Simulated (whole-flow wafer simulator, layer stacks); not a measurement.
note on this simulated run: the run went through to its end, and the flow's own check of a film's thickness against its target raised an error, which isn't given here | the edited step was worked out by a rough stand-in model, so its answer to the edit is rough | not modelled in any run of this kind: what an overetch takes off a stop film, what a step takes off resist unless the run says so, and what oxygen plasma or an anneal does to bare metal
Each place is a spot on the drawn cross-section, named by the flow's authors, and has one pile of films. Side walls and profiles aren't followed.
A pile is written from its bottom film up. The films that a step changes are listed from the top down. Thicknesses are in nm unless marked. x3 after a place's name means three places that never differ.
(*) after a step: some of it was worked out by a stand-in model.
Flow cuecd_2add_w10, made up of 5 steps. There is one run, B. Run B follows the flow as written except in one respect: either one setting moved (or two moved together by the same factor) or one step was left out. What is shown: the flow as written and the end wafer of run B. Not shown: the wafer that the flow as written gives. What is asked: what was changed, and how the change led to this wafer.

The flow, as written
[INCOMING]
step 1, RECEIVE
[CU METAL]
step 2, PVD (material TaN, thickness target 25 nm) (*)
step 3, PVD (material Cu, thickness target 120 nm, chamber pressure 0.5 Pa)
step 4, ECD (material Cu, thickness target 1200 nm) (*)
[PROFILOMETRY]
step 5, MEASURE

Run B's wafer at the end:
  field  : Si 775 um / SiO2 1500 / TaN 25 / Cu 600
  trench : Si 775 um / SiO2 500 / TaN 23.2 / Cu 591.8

What caused this: step 4, ECD: thickness target 480 nm was run, whereas the flow has thickness target 1200 nm.

Step by step, how the change led to this:
  step 4, ECD (material Cu, thickness target 1200 nm) (*)
      field, trench: Cu gains 480 (it would be, as written: Cu gains 1200)
